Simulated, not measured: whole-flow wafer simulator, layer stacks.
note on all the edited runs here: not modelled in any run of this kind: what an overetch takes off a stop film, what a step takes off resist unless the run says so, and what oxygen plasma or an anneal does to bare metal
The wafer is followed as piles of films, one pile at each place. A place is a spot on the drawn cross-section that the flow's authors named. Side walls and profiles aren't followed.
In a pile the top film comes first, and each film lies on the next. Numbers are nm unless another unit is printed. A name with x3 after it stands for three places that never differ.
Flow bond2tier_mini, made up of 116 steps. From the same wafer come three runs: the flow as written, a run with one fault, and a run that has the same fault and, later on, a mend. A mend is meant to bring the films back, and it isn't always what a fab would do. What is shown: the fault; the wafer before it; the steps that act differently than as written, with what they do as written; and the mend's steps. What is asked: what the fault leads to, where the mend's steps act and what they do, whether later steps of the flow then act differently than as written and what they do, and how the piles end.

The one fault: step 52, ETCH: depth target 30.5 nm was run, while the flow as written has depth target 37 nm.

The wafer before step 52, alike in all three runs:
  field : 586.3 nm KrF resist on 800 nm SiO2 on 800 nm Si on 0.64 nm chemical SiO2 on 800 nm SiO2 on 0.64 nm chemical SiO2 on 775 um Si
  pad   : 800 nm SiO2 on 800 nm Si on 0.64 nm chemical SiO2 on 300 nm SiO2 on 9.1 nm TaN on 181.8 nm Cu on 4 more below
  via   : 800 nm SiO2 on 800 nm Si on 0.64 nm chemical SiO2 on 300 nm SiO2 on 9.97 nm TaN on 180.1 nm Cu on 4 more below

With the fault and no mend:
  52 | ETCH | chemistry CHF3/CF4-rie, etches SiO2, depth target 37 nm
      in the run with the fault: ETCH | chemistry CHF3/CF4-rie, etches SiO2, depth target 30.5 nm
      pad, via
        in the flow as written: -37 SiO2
        in the run with the fault: -30.5 SiO2
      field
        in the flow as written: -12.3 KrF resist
        in the run with the fault: -10.2 KrF resist
  None of the later steps of the flow differs from how it acts as written, at any place that is followed, by more than 2% or 0.5 nm, whichever is larger.
  The piles end different from the flow's at pad by more than 2% or 0.5 nm, whichever is larger.
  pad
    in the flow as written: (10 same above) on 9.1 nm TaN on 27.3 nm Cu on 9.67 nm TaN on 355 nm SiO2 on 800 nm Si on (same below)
    in the run with the fault: (10 same above) on 9.1 nm TaN on 20.8 nm Cu on 9.73 nm TaN on 361.5 nm SiO2 on 800 nm Si on (same below)

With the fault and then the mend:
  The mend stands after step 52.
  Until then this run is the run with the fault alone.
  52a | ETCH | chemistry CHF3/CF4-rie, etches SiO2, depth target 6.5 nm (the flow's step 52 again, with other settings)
      pad, via
        -6.5 SiO2
      field
        -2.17 KrF resist
  None of the later steps of the flow acts differently than as written at any place that is followed.
  By the end, the piles equal the flow's at every place that both follow.
